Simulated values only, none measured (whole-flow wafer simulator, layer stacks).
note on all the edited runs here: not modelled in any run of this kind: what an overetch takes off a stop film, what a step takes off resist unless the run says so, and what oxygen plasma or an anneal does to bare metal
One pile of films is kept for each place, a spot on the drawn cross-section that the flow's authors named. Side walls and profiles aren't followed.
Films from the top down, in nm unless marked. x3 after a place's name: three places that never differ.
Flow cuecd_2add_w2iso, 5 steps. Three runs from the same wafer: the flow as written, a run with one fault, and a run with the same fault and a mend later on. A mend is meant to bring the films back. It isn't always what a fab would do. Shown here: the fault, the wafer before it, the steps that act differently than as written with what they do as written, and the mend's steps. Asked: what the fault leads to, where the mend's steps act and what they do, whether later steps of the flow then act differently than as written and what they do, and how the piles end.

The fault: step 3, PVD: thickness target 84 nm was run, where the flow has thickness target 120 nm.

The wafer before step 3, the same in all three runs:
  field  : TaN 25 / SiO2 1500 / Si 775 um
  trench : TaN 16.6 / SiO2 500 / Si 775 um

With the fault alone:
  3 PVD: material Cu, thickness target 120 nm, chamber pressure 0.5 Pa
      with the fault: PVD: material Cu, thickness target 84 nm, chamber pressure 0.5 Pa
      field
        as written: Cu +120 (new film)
        with the fault: Cu +84 (new film)
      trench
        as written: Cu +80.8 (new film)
        with the fault: Cu +56.7 (new film)
  No later step of the flow acts differently than as written, at any place that is followed, by more than 2% or 0.5 nm, whichever is larger.
  At the end the piles differ from the flow's by more than 2% or 0.5 nm, whichever is larger, at field.
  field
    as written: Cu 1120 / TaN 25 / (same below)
    with the fault: Cu 1084 / TaN 25 / (same below)

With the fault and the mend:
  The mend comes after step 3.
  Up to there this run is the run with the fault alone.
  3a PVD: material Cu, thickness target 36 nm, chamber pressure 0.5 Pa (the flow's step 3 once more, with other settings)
      field
        Cu +36
      trench
        Cu +23.7
  No later step of the flow acts differently than as written, at any place that is followed, by more than 2% or 0.5 nm, whichever is larger.
  At the end the piles are the same as the flow's at every place that both follow.
